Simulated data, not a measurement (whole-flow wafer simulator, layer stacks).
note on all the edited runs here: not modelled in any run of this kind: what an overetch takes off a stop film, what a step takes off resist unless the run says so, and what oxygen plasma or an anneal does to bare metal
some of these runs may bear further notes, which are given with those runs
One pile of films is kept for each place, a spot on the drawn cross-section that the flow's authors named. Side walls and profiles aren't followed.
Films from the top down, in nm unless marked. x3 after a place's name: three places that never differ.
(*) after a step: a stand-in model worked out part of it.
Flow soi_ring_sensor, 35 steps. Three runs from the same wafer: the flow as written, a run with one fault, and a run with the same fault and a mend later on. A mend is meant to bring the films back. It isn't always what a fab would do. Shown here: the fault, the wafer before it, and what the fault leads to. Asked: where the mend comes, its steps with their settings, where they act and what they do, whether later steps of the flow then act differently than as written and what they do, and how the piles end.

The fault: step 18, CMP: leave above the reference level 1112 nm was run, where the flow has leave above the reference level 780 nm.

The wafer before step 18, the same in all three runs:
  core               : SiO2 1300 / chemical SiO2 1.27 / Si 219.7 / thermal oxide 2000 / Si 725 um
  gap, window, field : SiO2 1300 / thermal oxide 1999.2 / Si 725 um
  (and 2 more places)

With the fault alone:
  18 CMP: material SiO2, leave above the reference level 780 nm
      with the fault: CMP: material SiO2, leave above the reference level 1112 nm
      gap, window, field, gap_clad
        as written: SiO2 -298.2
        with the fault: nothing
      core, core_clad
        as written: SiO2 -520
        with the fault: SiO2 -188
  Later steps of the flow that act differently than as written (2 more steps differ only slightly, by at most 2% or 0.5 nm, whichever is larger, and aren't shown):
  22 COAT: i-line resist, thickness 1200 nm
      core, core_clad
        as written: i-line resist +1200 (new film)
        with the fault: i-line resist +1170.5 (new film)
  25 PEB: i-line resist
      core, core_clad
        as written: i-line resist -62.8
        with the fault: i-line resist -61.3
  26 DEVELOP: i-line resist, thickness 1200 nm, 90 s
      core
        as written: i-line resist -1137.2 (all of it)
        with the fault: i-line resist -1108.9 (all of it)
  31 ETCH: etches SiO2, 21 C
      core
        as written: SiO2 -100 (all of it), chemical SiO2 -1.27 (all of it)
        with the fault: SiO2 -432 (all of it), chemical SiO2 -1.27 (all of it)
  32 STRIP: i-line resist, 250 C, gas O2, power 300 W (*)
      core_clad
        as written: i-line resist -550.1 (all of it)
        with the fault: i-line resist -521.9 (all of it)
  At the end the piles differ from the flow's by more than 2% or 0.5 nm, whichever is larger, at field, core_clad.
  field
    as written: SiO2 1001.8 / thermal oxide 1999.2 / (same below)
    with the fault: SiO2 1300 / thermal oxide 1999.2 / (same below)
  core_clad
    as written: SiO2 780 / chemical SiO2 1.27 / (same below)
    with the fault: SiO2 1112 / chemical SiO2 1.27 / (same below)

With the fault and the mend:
  The mend comes after step 27.
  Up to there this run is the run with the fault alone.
  27a STRIP: i-line resist, 250 C, gas O2, power 300 W (*)
      field
        i-line resist -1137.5 (all of it)
      core_clad
        i-line resist -1108.9 (all of it)
      gap_clad
        i-line resist -1141.1 (all of it)
  27b CMP: material SiO2, leave above the reference level 780 nm (the flow's step 18 once more)
      gap, window, field, gap_clad
        SiO2 -298.2
      core, core_clad
        SiO2 -332
  27c HMDS: 120 C, 60 s (the flow's step 21 once more)
      changes no film at any place that is followed
  27d COAT: i-line resist, thickness 1200 nm (the flow's step 22 once more)
      core, gap, window, field, core_clad, gap_clad
        i-line resist +1200 (new film)
  27e SOFTBAKE: i-line resist (the flow's step 23 once more)
      changes no film at any place that is followed
  27f EXPOSE: photomask WINDOW, dose 101 mJ/cm2, NA 0.5, wavelength 365 nm (*) (the flow's step 24 once more)
      changes no film at any place that is followed
  27g PEB: i-line resist (the flow's step 25 once more)
      core, gap, window, field, core_clad, gap_clad
        i-line resist -62.8
  27h DEVELOP: i-line resist, thickness 1200 nm, 90 s (the flow's step 26 once more)
      core, gap, window
        i-line resist -1137.2 (all of it)
      field, core_clad, gap_clad
        i-line resist -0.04
  No later step of the flow acts differently than as written at any place that is followed.
  At the end the piles are the same as the flow's at every place that both follow.
